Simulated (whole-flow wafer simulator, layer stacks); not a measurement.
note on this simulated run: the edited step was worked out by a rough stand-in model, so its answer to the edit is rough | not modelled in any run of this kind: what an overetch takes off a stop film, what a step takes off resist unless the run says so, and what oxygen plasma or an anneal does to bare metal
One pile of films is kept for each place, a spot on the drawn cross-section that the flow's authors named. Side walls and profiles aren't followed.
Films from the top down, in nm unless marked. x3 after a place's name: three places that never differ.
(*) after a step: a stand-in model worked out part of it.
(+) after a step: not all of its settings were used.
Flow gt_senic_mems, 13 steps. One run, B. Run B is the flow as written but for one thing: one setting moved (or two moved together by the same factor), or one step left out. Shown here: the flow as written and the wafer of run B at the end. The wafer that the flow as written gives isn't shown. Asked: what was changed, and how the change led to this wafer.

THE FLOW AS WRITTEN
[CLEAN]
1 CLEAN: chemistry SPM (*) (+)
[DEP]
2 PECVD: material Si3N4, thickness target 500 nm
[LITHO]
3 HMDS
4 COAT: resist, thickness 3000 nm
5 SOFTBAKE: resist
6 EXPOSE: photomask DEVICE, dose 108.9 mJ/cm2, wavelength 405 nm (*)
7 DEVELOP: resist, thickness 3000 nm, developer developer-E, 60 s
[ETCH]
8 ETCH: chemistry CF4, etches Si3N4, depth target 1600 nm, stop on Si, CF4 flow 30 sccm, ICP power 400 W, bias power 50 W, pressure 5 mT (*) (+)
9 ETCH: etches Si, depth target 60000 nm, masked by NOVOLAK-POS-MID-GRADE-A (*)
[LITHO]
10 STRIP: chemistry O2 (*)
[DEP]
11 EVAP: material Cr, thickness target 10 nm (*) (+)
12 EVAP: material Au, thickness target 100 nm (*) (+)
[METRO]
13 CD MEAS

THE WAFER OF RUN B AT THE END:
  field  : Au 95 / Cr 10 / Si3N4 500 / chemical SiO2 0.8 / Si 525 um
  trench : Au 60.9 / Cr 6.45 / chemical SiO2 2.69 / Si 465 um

The cause: step 12, EVAP: thickness target 95 nm was run, where the flow has thickness target 100 nm.
It can be read off the wafer: field has Au 95, and step 12 as written asks for 100 nm.

How the change led to this, step by step:
  12 EVAP: material Au, thickness target 100 nm (*) (+)
      field: Au +95 (new film) (as written it would be: Au +100 (new film))
      trench: Au +60.9 (new film) (as written it would be: Au +64.1 (new film))
